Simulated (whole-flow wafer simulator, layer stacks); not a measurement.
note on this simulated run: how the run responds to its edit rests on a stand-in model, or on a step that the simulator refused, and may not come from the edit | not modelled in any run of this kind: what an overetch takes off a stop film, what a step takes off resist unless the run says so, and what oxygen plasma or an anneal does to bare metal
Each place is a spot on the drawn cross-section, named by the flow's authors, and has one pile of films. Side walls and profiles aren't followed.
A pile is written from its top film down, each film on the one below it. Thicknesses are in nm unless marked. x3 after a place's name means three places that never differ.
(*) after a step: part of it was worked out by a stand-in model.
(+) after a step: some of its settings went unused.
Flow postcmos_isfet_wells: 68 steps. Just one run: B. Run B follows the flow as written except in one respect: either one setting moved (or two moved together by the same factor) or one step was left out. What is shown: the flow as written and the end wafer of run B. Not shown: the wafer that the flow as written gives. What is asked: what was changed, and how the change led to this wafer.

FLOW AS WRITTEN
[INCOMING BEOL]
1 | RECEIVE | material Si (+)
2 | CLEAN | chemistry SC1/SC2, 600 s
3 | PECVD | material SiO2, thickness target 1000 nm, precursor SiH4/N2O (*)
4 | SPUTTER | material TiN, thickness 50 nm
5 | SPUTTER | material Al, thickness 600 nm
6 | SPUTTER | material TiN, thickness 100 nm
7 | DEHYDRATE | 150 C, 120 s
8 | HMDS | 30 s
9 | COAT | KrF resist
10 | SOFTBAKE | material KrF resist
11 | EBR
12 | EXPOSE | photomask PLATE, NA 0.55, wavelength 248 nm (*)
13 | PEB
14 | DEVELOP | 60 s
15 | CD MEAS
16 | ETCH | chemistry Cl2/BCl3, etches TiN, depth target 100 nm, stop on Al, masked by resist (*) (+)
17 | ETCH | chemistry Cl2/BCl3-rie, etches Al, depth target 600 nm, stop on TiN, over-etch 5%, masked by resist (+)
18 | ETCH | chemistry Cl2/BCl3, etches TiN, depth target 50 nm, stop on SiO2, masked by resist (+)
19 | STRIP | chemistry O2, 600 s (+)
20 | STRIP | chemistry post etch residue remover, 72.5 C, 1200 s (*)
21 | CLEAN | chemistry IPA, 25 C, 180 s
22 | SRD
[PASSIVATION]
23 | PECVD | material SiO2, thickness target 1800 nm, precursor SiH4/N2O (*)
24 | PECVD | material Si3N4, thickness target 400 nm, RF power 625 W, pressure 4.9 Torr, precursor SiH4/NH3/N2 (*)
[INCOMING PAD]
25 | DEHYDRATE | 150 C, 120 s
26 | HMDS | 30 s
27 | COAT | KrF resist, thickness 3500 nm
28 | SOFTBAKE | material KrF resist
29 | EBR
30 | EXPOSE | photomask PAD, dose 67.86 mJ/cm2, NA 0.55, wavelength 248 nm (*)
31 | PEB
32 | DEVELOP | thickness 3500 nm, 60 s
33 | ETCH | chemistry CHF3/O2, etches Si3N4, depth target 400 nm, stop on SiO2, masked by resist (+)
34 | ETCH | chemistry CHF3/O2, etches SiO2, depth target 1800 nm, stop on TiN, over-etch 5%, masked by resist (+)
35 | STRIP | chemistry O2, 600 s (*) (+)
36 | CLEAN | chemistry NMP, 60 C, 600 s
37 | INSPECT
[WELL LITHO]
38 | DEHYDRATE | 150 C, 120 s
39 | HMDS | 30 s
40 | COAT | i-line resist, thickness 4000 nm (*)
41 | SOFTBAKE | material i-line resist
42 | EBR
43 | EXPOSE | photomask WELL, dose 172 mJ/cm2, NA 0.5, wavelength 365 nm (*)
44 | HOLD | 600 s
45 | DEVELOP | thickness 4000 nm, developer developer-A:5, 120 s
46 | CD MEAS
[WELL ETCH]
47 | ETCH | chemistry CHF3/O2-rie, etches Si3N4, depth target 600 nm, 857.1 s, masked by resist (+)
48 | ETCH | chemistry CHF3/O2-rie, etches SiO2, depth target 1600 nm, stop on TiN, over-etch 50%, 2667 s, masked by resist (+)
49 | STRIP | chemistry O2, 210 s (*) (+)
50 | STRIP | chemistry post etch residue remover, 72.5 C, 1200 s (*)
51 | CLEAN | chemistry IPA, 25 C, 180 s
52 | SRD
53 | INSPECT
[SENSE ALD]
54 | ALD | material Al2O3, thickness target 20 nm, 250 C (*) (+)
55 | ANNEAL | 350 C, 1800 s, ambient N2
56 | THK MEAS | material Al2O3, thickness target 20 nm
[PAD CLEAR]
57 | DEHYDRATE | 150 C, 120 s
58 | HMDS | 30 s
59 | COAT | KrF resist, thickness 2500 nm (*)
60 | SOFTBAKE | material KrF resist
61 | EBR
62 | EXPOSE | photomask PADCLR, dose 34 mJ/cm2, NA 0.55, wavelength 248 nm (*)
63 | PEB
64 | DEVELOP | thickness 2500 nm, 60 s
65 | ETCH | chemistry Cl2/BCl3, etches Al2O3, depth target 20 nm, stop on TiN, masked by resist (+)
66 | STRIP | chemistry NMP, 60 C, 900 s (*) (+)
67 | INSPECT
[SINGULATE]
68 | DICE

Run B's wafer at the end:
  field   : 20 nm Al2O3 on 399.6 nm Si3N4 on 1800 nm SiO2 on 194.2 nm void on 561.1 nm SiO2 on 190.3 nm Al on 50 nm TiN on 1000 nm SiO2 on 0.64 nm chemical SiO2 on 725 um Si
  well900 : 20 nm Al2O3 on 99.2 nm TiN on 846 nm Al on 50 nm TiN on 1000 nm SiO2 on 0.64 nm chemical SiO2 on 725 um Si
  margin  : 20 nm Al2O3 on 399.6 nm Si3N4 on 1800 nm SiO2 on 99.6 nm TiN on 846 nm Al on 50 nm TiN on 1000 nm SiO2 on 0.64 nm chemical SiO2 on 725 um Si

Cause: step 5, SPUTTER: thickness 846 nm was run, while the flow as written has thickness 600 nm.
The wafer itself shows it: well900 has Al 846, and step 5 as written asks for 600 nm.

The path from the change to this, step by step:
  5 | SPUTTER | material Al, thickness 600 nm
      field, margin, well900, well1300 x3, pad_rim, pad_clr, pad_open: Al gains 846 (new film) (as written it would have been: Al gains 600 (new film))
  17 | ETCH | chemistry Cl2/BCl3-rie, etches Al, depth target 600 nm, stop on TiN, over-etch 5%, masked by resist (+)
      field: Al loses 600 (as written it would have been: Al loses 600 (all of it))
  18 | ETCH | chemistry Cl2/BCl3, etches TiN, depth target 50 nm, stop on SiO2, masked by resist (+)
      field: Al loses 50 (as written it would have been: TiN loses 50 (all of it))
  20 | STRIP | chemistry post etch residue remover, 72.5 C, 1200 s (*)
      field: Al loses 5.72 (as written it would have been: nothing)
  23 | PECVD | material SiO2, thickness target 1800 nm, precursor SiH4/N2O (*)
      field: SiO2 gains 1800 (new film), void gains 194.2 (new film), SiO2 gains 561.1 (new film) (as written it would have been: SiO2 gains 1800 (new film), void gains 189.9 (new film), SiO2 gains 559.7)
If metal films that touch count as one body, field has 1 body; the flow as written gives 0 bodies.
